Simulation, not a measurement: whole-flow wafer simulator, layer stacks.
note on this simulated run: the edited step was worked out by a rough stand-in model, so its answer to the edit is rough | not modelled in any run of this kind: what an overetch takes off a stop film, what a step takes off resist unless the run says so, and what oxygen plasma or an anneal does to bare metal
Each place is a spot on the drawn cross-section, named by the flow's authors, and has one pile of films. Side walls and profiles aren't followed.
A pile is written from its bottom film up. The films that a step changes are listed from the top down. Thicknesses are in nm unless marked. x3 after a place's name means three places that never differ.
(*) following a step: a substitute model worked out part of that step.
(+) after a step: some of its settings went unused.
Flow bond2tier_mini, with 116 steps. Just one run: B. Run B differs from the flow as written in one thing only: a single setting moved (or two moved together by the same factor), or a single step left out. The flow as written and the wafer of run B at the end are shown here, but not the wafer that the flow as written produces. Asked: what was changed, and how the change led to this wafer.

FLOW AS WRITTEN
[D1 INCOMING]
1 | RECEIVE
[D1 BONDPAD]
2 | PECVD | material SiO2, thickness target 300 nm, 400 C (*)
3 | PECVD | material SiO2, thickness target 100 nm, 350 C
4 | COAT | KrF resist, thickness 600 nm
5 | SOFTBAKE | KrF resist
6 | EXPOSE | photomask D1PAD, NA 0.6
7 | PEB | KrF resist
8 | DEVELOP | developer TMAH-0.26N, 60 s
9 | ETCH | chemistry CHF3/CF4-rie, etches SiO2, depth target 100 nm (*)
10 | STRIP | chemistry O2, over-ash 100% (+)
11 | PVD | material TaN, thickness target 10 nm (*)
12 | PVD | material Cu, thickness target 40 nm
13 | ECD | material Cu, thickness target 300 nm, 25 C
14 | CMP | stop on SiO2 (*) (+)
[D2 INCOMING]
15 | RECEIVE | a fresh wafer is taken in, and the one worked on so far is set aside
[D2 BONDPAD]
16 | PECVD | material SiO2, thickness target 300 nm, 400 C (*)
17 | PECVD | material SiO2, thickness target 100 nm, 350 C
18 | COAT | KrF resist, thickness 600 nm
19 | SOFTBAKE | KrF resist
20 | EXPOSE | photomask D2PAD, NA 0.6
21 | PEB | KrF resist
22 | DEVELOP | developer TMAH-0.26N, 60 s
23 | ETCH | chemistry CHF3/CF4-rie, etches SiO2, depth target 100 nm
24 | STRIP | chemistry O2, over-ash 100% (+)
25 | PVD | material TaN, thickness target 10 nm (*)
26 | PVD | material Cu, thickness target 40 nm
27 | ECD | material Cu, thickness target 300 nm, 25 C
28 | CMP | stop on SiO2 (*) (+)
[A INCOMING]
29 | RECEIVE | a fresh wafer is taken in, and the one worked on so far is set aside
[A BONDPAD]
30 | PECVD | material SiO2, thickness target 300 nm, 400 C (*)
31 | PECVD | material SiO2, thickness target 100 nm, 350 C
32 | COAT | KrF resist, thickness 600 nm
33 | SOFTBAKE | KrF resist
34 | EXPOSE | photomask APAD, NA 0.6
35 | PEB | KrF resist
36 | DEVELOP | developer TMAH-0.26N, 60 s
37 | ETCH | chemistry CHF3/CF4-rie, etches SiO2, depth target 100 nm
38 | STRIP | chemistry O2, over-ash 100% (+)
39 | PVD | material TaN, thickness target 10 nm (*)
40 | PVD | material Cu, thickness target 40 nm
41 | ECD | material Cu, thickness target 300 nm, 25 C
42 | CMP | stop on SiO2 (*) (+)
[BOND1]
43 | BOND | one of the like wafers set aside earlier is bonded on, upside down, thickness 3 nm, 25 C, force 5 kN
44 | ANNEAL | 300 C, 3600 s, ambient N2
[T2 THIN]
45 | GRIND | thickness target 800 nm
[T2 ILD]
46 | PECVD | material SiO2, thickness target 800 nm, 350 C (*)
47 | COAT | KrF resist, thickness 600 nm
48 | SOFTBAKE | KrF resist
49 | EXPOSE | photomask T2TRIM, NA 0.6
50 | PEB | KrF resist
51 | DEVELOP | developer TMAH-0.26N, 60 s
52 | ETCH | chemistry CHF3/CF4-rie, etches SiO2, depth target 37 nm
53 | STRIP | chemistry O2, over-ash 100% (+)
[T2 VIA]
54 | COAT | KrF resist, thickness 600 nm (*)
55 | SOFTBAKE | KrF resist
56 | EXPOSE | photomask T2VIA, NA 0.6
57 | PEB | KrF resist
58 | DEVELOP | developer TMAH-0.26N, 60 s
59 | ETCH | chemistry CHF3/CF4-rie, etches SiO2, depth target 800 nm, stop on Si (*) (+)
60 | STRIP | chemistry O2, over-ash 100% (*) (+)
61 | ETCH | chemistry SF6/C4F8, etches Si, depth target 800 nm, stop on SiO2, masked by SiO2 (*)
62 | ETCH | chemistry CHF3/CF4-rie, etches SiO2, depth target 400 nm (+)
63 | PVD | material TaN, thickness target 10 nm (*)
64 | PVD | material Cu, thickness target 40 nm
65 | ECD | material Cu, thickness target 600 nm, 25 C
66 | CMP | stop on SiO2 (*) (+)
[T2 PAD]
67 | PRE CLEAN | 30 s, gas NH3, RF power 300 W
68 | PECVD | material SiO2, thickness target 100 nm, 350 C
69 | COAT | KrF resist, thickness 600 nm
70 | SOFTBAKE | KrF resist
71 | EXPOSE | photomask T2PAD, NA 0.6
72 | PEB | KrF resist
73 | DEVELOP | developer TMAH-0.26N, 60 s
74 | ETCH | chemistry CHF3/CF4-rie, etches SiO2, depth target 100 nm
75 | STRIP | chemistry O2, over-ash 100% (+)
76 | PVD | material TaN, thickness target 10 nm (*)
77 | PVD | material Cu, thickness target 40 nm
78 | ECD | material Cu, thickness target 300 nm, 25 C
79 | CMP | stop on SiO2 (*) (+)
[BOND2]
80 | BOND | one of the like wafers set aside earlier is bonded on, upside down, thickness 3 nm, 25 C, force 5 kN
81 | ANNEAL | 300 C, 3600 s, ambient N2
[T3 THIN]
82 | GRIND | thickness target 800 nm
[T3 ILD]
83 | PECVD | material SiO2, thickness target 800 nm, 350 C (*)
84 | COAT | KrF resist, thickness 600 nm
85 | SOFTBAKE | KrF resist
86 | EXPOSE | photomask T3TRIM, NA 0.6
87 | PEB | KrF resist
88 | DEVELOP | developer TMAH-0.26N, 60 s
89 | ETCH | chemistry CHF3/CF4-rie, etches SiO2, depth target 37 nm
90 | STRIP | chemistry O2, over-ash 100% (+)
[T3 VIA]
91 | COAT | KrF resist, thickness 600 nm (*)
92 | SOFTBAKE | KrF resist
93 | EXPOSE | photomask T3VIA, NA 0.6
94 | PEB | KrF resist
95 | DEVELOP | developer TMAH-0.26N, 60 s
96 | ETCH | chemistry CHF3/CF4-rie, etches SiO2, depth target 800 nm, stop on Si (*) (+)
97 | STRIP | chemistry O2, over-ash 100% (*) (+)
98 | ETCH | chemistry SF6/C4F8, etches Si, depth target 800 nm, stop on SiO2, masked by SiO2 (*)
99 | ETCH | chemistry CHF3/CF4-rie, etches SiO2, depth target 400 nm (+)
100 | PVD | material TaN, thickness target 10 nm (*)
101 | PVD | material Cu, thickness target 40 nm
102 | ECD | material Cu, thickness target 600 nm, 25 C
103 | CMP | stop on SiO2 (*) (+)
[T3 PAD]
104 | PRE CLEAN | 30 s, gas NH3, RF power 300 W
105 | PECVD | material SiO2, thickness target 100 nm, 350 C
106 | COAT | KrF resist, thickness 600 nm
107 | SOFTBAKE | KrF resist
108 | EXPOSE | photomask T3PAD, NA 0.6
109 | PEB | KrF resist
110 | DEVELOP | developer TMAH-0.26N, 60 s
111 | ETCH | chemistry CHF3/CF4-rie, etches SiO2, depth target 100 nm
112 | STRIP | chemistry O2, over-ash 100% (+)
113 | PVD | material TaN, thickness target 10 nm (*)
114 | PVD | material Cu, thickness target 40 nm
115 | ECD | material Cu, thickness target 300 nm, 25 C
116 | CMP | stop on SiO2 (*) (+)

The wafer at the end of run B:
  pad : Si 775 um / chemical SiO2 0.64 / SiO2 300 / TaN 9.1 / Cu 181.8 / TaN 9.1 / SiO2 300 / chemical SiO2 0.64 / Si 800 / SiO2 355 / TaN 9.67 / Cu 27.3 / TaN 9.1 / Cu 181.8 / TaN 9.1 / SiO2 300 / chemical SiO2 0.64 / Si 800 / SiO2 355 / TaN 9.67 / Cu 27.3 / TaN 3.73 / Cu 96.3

Cause: step 113, PVD: thickness target 4.1 nm was run, though the flow has thickness target 10 nm.

The path from the change to this, step by step:
  113 | PVD | material TaN, thickness target 10 nm (*)
      field: +4.1 TaN (new film) (as written it would have been: +10 TaN (new film))
      pad: +3.73 TaN (new film) (as written it would have been: +9.1 TaN (new film))
  116 | CMP | stop on SiO2 (*) (+)
      field: -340 Cu (all of it), -4.1 TaN (all of it) (as written it would have been: -340 Cu (all of it), -10 TaN (all of it))
